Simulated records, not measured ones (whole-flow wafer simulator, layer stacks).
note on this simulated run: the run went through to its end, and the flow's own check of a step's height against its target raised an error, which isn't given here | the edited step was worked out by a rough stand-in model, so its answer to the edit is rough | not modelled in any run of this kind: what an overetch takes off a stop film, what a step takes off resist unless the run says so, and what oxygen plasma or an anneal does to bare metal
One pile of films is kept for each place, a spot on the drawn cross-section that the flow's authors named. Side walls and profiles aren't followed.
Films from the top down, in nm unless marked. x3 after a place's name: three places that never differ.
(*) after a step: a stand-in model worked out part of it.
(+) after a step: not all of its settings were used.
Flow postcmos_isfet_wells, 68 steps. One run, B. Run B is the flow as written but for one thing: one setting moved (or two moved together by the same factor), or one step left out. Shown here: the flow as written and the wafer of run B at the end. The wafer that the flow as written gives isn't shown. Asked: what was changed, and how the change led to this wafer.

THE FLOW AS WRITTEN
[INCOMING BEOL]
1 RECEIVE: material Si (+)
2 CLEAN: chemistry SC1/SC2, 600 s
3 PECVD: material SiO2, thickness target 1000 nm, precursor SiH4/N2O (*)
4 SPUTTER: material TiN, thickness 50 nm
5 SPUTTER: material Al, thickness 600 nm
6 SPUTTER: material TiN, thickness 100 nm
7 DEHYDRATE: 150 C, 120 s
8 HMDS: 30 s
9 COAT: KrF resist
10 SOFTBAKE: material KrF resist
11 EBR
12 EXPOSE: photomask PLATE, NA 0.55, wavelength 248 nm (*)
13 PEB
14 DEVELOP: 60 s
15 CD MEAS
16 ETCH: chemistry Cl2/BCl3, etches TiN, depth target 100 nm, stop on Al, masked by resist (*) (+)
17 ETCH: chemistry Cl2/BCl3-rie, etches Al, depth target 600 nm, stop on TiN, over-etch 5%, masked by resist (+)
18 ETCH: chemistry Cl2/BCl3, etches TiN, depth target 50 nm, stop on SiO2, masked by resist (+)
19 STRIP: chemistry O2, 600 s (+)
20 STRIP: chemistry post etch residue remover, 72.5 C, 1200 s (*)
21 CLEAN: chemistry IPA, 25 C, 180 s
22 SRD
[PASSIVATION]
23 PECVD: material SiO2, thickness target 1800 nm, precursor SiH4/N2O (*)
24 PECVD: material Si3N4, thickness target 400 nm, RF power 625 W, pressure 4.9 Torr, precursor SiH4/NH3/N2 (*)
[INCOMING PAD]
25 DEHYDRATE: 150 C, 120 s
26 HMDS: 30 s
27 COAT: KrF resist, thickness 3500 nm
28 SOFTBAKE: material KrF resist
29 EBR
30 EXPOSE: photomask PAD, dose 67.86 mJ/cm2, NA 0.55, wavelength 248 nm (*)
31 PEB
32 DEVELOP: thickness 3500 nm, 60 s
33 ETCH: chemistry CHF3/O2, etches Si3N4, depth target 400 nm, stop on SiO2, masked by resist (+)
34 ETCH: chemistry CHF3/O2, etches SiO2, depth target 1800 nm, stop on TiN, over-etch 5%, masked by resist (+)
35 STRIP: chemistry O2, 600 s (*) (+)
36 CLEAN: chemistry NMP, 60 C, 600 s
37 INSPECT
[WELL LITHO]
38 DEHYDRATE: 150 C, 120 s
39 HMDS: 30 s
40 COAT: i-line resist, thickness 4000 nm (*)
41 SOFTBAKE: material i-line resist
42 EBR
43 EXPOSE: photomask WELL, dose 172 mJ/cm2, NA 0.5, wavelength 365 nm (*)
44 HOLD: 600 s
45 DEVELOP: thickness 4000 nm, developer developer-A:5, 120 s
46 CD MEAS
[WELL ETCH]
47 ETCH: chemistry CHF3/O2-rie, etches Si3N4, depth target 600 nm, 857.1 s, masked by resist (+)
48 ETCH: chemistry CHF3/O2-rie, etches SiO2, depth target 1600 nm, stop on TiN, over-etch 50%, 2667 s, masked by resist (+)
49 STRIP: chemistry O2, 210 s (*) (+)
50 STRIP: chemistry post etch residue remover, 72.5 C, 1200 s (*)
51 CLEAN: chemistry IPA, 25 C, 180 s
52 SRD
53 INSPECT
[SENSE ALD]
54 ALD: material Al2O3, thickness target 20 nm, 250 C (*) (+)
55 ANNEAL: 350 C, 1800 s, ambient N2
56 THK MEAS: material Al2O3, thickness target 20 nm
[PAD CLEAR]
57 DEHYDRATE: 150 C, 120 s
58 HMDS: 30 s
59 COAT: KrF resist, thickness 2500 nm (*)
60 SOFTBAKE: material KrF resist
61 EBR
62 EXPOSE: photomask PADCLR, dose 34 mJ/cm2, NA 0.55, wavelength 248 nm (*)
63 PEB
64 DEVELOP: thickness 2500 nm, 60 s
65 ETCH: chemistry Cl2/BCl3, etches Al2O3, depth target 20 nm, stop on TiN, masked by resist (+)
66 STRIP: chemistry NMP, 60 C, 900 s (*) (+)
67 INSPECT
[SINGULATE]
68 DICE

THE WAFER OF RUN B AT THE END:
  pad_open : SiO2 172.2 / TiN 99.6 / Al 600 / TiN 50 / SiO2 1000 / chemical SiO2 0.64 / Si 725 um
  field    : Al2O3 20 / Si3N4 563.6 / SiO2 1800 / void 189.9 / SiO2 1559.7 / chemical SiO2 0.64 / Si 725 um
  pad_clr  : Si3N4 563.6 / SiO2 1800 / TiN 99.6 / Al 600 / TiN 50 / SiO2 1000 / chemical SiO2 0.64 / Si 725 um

The cause: step 24, PECVD: thickness target 564 nm was run, where the flow has thickness target 400 nm.

How the change led to this, step by step:
  24 PECVD: material Si3N4, thickness target 400 nm, RF power 625 W, pressure 4.9 Torr, precursor SiH4/NH3/N2 (*)
      field, margin, well900, well1300 x3, pad_rim, pad_clr, pad_open: Si3N4 +564 (new film) (as written it would be: Si3N4 +400 (new film))
  33 ETCH: chemistry CHF3/O2, etches Si3N4, depth target 400 nm, stop on SiO2, masked by resist (+)
      pad_open: Si3N4 -400 (as written it would be: Si3N4 -400 (all of it))
  34 ETCH: chemistry CHF3/O2, etches SiO2, depth target 1800 nm, stop on TiN, over-etch 5%, masked by resist (+)
      pad_open: Si3N4 -164 (all of it), SiO2 -1627.8 (as written it would be: SiO2 -1800 (all of it))
  47 ETCH: chemistry CHF3/O2-rie, etches Si3N4, depth target 600 nm, 857.1 s, masked by resist (+)
      well900, well1300 x3: Si3N4 -564 (all of it), SiO2 -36 (as written it would be: Si3N4 -400 (all of it), SiO2 -200)
  48 ETCH: chemistry CHF3/O2-rie, etches SiO2, depth target 1600 nm, stop on TiN, over-etch 50%, 2667 s, masked by resist (+)
      well900, well1300 x3: SiO2 -1764 (all of it) (as written it would be: SiO2 -1600 (all of it))
  59 COAT: KrF resist, thickness 2500 nm (*)
      field: KrF resist +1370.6 (new film) (as written it would be: KrF resist +1449 (new film))
      margin: KrF resist +1370.6 (new film) (as written it would be: KrF resist +1448.9 (new film))
  63 PEB
      field, margin: KrF resist -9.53 (as written it would be: KrF resist -10.1)
  66 STRIP: chemistry NMP, 60 C, 900 s (*) (+)
      field, margin: KrF resist -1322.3 (all of it) (as written it would be: KrF resist -1400.1 (all of it))
